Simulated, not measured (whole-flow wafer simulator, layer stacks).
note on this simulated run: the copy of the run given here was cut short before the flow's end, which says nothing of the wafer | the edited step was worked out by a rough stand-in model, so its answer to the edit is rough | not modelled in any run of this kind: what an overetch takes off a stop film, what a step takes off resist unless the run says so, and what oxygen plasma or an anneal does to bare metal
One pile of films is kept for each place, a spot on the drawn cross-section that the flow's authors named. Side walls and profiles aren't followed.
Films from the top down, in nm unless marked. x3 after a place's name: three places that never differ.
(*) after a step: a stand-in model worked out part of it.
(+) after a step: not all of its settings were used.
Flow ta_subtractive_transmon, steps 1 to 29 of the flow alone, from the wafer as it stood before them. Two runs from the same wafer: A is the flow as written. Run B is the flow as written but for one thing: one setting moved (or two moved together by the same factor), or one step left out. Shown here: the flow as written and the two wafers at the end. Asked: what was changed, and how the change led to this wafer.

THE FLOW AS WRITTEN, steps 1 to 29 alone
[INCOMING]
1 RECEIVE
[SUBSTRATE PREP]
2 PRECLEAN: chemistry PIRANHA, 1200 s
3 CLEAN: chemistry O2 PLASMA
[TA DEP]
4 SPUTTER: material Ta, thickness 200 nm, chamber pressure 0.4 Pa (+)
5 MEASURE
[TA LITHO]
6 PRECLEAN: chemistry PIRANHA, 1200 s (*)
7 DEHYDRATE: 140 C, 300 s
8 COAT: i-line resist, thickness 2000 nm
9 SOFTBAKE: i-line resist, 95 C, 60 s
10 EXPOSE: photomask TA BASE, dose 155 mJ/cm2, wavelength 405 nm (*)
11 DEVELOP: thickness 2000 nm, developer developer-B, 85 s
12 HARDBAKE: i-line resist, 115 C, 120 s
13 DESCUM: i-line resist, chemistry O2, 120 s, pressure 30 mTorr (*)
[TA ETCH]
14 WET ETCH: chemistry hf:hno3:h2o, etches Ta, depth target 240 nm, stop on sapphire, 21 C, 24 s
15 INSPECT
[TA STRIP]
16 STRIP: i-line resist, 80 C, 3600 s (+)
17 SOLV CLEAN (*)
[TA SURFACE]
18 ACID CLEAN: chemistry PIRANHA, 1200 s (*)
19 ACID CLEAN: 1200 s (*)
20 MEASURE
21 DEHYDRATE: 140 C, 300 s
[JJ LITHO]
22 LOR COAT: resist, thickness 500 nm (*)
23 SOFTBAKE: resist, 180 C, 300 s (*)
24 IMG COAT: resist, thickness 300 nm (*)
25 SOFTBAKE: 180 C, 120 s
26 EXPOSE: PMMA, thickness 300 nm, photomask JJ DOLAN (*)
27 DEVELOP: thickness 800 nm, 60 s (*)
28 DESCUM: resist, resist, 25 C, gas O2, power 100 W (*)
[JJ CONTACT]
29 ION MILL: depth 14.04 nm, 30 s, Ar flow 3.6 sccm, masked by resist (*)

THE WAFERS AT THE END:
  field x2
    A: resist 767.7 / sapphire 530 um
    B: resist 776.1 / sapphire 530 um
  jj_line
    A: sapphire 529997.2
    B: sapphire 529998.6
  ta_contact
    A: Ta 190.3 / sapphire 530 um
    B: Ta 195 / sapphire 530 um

The cause: step 29, ION MILL: 15 s was run, where the flow has 30 s.

How the change led to this, step by step:
  29 ION MILL: depth 14.04 nm, 30 s, Ar flow 3.6 sccm, masked by resist (*)
      field x2, ta_pad: A resist -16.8 | B resist -8.39
      jj_line, lead: A sapphire -2.8 | B sapphire -1.4
      (and at 1 more place)
